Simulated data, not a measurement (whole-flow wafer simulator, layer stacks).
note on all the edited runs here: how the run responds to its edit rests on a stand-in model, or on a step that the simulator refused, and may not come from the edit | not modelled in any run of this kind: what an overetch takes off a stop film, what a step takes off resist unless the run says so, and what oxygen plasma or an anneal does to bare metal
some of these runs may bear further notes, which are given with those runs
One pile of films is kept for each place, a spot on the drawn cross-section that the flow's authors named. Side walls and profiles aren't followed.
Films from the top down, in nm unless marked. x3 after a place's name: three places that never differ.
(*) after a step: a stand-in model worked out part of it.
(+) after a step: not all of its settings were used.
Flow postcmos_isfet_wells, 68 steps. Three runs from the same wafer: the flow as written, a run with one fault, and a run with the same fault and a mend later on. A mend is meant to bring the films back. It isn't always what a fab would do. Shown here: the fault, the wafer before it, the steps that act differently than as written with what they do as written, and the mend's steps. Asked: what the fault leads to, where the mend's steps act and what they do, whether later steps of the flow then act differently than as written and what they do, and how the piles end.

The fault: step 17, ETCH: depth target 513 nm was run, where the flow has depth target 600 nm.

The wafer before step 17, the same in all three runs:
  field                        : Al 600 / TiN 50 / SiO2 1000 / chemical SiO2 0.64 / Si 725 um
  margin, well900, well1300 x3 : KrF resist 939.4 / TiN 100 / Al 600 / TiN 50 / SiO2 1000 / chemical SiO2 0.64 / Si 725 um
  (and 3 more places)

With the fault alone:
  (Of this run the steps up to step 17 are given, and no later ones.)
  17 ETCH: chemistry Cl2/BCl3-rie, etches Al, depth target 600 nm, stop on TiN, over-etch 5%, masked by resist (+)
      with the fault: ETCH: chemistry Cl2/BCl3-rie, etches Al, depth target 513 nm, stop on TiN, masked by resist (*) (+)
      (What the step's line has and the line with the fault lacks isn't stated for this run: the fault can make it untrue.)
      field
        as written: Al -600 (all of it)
        with the fault: Al -513
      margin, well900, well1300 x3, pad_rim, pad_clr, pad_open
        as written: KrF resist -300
        with the fault: KrF resist -256.5
  After step 17 the piles differ from the flow's by more than 2% or 0.5 nm, whichever is larger, at field, margin, well900, well1300 x3, pad_rim, pad_clr, pad_open.
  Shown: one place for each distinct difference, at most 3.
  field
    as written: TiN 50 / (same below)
    with the fault: Al 87 / TiN 50 / (same below)
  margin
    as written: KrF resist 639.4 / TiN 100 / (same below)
    with the fault: KrF resist 682.9 / TiN 100 / (same below)

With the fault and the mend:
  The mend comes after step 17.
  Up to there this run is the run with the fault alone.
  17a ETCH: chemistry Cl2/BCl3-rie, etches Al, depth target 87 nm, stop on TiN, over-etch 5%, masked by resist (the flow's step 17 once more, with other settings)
      margin, well900, well1300 x3, pad_rim, pad_clr, pad_open
        KrF resist -43.5
      field
        Al -87 (all of it)
  No later step of the flow acts differently than as written at any place that is followed.
  At the end the piles are the same as the flow's at every place that both follow.
